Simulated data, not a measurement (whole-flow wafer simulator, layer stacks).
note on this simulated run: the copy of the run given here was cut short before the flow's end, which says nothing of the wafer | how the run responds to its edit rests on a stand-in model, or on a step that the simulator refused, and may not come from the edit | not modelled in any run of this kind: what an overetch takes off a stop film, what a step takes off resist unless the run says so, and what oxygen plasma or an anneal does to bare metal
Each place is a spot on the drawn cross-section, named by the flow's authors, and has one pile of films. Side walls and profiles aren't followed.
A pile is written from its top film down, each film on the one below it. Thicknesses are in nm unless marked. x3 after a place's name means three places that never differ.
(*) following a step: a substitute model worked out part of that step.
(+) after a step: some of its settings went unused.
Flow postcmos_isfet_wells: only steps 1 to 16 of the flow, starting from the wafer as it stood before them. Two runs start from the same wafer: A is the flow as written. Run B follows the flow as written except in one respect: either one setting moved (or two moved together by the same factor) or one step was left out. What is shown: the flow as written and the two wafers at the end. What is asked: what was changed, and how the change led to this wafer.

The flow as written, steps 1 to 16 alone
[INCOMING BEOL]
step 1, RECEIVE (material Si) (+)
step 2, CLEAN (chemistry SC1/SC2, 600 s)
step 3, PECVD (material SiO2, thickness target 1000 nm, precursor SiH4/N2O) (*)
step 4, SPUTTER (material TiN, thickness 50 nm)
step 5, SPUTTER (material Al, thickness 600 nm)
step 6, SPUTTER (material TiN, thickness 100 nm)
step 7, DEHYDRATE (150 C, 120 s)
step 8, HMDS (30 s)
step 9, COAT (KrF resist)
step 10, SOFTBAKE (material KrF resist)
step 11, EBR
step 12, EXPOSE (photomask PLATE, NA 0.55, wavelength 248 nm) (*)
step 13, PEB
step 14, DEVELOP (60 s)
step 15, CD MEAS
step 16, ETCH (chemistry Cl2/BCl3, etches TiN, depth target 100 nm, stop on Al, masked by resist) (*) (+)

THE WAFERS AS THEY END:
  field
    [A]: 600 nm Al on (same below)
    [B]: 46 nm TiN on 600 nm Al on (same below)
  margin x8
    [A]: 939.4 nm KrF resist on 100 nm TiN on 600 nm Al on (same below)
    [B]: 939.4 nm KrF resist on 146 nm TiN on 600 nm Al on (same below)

What caused this: step 6, SPUTTER: thickness 146 nm was run, though the flow has thickness 100 nm.
The wafer itself shows it: margin x8 has TiN 146, and step 6 as written asks for 100 nm.

The path from the change to this, step by step:
  step 6, SPUTTER (material TiN, thickness 100 nm)
      field, margin x8: A TiN gains 100 (new film) | B TiN gains 146 (new film)
  step 16, ETCH (chemistry Cl2/BCl3, etches TiN, depth target 100 nm, stop on Al, masked by resist) (*) (+)
      field: A TiN loses 100 (all of it) | B TiN loses 100
